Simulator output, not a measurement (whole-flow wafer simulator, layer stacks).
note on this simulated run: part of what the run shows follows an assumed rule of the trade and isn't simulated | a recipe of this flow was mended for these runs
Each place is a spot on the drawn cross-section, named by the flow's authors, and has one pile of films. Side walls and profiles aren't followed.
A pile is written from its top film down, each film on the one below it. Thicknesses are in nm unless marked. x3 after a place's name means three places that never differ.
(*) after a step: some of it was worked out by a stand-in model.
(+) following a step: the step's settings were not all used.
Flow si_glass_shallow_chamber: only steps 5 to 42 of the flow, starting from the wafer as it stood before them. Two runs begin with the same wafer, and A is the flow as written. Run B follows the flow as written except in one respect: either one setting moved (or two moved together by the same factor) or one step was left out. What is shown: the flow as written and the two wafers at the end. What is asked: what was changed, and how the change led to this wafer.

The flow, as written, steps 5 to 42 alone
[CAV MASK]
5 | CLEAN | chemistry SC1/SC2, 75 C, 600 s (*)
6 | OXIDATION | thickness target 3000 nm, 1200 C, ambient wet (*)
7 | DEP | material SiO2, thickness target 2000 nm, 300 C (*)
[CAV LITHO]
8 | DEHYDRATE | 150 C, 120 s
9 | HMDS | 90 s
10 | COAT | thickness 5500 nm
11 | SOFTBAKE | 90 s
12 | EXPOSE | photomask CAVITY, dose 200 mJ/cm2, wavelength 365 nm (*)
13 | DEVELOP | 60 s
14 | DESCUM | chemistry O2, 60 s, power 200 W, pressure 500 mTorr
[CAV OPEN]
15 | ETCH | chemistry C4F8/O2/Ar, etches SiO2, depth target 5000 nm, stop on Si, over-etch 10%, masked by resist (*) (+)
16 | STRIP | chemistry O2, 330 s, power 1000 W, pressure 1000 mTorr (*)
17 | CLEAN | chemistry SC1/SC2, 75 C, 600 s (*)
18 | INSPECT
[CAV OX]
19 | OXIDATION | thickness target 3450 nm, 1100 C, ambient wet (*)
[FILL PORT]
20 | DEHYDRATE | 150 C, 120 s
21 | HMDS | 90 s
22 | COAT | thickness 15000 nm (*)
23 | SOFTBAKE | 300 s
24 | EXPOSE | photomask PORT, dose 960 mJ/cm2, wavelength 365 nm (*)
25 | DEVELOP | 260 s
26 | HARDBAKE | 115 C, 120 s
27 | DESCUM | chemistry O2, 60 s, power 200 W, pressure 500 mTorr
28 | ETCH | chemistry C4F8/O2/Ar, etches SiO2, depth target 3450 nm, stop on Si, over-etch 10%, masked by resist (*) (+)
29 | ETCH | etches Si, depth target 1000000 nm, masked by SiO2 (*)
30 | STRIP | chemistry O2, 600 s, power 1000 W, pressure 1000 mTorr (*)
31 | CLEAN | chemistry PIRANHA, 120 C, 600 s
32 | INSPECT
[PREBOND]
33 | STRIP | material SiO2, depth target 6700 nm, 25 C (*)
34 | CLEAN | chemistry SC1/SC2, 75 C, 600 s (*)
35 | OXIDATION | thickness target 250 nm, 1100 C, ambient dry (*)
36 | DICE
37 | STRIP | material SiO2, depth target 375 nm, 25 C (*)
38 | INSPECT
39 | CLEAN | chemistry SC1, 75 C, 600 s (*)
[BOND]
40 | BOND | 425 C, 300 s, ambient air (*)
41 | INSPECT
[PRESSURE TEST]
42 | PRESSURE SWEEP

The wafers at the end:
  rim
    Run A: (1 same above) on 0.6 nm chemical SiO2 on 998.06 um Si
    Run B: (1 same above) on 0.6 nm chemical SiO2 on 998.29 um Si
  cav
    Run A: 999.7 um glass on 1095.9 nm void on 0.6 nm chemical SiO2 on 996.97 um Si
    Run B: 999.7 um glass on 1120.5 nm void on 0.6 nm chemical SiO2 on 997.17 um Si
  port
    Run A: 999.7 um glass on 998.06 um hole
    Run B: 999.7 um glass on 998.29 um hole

The reason: step 6, OXIDATION: thickness target 2352 nm was run, whereas the flow has thickness target 3000 nm.

The path from the change to this, step by step:
  6 | OXIDATION | thickness target 3000 nm, 1200 C, ambient wet (*)
      rim, ramp, cav, port, septum, ring: A +3000 SiO2 (new film), -0.6 chemical SiO2 (all of it), -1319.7 Si | B +2352 SiO2 (new film), -0.6 chemical SiO2 (all of it), -1034.6 Si
  15 | ETCH | chemistry C4F8/O2/Ar, etches SiO2, depth target 5000 nm, stop on Si, over-etch 10%, masked by resist (*) (+)
      rim, ramp, septum, ring: A -1100 thick-i-line-resist | B -957.4 thick-i-line-resist
      cav, port: A -5000 SiO2 (all of it), -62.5 Si | B -4352 SiO2 (all of it), -143.5 Si
  16 | STRIP | chemistry O2, 330 s, power 1000 W, pressure 1000 mTorr (*)
      rim, ramp, septum, ring: A -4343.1 thick-i-line-resist (all of it) | B -4485.6 thick-i-line-resist (all of it)
  19 | OXIDATION | thickness target 3450 nm, 1100 C, ambient wet (*)
      rim, ramp, septum, ring: A +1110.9 SiO2, -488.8 Si | B +1239.1 SiO2, -545.2 Si
  22 | COAT | thickness 15000 nm (*)
      rim: A +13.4 um thick-i-line-resist (new film) | B +13.61 um thick-i-line-resist (new film)
      ramp: A +12.89 um thick-i-line-resist (new film) | B +13.16 um thick-i-line-resist (new film)
      (and at 4 other places as well)
  23 | SOFTBAKE | 300 s
      rim: A -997 thick-i-line-resist | B -858.2 thick-i-line-resist
      ramp: A -487.1 thick-i-line-resist | B -414.6 thick-i-line-resist
      (and at 4 other places as well)
  25 | DEVELOP | 260 s
      port: A -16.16 um thick-i-line-resist (all of it) | B -16 um thick-i-line-resist (all of it)
  26 | HARDBAKE | 115 C, 120 s
      rim, ramp: A -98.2 thick-i-line-resist | B -102.4 thick-i-line-resist
  29 | ETCH | etches Si, depth target 1000000 nm, masked by SiO2 (*)
      rim, ramp: A -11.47 um thick-i-line-resist (all of it), -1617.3 SiO2 | B -11.81 um thick-i-line-resist (all of it), -1436.7 SiO2
      port: A +997.05 um hole (new film), -997.05 um Si (all of it) | B +997.25 um hole (new film), -997.25 um Si (all of it)
      (and at 2 other places as well)
  30 | STRIP | chemistry O2, 600 s, power 1000 W, pressure 1000 mTorr (*)
      cav: A -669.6 thick-i-line-resist (all of it) | B -519.1 thick-i-line-resist (all of it)
  33 | STRIP | material SiO2, depth target 6700 nm, 25 C (*)
      rim: A -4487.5 SiO2 (all of it) | B -4148.4 SiO2 (all of it)
      ramp: A -4487.5 SiO2 (all of it) | B -4148.3 SiO2 (all of it)
      (and at 2 other places as well)
  40 | BOND | 425 C, 300 s, ambient air (*)
      cav: A +999.7 um glass (new film), +1095.9 void (new film) | B +999.7 um glass (new film), +1120.5 void (new film)
      port: A +999.7 um glass (new film), +1017.3 hole | B +999.7 um glass (new film), +1041.8 hole
